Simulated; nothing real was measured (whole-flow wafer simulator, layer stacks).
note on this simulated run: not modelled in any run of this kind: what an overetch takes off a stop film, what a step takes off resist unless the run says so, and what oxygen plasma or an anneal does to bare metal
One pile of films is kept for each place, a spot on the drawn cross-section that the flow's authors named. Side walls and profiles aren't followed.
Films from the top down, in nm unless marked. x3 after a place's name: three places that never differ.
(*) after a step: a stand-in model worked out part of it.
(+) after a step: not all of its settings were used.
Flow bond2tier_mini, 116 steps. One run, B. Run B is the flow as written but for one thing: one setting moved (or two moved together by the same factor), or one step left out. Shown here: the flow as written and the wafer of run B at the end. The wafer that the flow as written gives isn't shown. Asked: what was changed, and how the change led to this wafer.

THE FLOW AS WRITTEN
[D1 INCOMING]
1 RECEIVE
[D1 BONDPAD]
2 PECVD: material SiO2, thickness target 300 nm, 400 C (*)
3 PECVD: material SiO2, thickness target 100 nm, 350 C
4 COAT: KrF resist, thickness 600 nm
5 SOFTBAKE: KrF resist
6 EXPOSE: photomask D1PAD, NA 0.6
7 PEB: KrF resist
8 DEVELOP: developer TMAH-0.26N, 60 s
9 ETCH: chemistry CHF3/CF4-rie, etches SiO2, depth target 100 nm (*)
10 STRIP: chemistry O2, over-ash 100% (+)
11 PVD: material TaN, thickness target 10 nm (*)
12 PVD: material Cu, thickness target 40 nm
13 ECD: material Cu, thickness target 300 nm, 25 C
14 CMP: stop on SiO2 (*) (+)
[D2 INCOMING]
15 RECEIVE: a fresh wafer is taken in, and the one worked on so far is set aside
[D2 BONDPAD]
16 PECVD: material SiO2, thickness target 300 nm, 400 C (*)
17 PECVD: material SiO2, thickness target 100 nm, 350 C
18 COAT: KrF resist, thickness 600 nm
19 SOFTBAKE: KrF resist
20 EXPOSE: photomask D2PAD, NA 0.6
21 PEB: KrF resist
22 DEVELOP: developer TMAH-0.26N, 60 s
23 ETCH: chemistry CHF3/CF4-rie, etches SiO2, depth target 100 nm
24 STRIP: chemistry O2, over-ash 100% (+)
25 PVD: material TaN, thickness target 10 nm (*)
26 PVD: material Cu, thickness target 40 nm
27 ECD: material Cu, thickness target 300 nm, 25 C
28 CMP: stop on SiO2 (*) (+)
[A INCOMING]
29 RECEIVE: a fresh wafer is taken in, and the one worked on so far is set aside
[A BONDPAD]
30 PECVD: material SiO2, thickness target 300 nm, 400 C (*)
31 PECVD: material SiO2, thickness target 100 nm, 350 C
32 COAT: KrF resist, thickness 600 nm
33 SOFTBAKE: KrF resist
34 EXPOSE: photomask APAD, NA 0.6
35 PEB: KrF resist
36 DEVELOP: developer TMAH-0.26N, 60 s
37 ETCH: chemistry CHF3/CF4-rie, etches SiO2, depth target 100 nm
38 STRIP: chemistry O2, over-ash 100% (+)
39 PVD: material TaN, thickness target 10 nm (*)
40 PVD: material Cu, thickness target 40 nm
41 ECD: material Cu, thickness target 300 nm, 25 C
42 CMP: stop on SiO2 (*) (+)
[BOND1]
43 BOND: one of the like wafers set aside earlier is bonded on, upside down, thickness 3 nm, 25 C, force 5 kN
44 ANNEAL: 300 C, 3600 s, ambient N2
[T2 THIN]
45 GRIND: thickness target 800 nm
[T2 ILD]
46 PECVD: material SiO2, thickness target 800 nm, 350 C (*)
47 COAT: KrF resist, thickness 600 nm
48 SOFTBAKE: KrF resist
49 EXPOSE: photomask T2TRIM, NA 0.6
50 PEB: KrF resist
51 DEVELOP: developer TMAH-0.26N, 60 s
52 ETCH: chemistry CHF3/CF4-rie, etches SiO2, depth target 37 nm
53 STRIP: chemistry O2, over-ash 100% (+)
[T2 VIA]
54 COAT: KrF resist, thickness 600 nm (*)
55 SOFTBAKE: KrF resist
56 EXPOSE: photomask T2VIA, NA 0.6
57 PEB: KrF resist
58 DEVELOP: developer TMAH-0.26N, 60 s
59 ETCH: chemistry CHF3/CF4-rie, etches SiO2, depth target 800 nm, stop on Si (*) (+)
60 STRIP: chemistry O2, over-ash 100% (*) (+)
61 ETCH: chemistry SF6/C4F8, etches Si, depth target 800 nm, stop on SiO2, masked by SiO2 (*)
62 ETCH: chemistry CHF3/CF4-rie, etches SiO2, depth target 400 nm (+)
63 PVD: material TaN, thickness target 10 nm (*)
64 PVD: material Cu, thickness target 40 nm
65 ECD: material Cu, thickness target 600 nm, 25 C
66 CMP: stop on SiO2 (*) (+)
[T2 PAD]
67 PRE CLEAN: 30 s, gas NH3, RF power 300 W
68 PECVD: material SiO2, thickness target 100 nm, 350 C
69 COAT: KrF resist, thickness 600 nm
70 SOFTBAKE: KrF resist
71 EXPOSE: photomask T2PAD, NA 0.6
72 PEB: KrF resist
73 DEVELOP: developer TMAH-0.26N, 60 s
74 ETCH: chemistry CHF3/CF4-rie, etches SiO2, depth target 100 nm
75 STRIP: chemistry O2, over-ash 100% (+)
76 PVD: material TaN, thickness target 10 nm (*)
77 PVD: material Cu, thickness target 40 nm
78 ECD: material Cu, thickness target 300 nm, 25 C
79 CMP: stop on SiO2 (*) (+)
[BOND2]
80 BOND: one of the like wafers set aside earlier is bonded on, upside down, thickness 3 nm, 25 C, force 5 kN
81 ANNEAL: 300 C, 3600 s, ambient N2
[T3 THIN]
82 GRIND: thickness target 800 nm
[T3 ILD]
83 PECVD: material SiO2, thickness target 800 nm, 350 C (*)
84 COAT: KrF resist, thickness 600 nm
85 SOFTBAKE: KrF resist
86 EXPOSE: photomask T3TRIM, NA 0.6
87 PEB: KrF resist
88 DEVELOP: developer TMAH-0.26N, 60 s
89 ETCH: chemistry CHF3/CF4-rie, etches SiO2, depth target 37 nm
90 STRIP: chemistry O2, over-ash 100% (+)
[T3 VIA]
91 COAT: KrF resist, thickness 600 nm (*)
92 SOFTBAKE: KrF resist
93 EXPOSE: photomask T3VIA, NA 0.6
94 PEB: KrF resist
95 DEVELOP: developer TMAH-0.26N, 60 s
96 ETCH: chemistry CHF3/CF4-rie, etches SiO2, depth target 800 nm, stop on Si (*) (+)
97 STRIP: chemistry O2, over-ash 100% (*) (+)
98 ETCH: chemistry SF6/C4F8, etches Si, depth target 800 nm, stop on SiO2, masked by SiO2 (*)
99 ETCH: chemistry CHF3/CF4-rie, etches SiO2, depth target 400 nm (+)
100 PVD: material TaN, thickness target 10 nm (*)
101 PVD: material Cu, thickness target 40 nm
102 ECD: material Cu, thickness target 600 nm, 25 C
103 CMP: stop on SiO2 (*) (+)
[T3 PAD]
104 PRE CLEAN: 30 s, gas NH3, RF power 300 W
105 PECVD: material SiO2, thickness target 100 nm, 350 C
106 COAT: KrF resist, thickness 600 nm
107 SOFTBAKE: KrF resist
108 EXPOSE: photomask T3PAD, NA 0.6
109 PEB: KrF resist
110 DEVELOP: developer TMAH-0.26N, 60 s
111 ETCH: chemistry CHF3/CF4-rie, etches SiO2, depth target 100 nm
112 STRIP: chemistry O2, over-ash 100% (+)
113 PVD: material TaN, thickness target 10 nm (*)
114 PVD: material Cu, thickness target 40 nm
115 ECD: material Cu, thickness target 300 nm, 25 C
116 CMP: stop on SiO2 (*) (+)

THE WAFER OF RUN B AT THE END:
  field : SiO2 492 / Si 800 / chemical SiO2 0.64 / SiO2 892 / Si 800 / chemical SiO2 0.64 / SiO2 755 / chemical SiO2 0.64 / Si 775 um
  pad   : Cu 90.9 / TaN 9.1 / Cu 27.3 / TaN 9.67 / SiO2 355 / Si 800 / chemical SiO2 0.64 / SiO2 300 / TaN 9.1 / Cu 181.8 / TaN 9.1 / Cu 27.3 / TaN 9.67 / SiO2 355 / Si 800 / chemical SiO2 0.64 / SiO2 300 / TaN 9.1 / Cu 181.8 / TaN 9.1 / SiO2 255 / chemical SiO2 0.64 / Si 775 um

The cause: step 31, PECVD: thickness target 55 nm was run, where the flow has thickness target 100 nm.

How the change led to this, step by step:
  31 PECVD: material SiO2, thickness target 100 nm, 350 C
      field, pad, via: SiO2 +55 (as written it would be: SiO2 +100)
